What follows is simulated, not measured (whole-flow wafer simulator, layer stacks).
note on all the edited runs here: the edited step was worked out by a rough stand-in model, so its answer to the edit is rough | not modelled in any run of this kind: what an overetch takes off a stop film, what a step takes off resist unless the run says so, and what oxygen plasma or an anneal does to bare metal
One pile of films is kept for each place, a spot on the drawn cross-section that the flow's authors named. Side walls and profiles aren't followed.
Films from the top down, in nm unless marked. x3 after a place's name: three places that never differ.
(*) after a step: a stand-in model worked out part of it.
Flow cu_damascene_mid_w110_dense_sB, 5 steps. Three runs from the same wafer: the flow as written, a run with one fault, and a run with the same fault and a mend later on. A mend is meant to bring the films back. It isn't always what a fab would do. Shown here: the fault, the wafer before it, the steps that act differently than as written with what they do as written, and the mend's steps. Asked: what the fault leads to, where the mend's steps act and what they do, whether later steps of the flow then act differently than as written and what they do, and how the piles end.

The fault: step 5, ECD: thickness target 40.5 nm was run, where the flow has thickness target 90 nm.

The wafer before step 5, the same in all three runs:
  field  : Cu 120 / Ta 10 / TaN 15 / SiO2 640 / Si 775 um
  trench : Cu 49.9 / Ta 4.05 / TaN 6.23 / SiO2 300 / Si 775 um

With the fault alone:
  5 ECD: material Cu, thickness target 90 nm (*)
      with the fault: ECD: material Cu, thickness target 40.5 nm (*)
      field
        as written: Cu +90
        with the fault: Cu +40.5
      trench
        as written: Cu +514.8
        with the fault: Cu +465.3
  No later step of the flow acts differently than as written at any place that is followed.
  At the end the piles differ from the flow's by more than 2% or 0.5 nm, whichever is larger, at field, trench.
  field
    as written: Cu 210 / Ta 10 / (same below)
    with the fault: Cu 160.5 / Ta 10 / (same below)
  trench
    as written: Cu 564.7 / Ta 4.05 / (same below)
    with the fault: Cu 515.2 / Ta 4.05 / (same below)

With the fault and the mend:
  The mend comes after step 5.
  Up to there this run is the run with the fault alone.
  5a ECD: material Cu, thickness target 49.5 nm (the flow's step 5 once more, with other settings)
      field, trench
        Cu +49.5
  No later step of the flow acts differently than as written at any place that is followed.
  At the end the piles are the same as the flow's at every place that both follow.
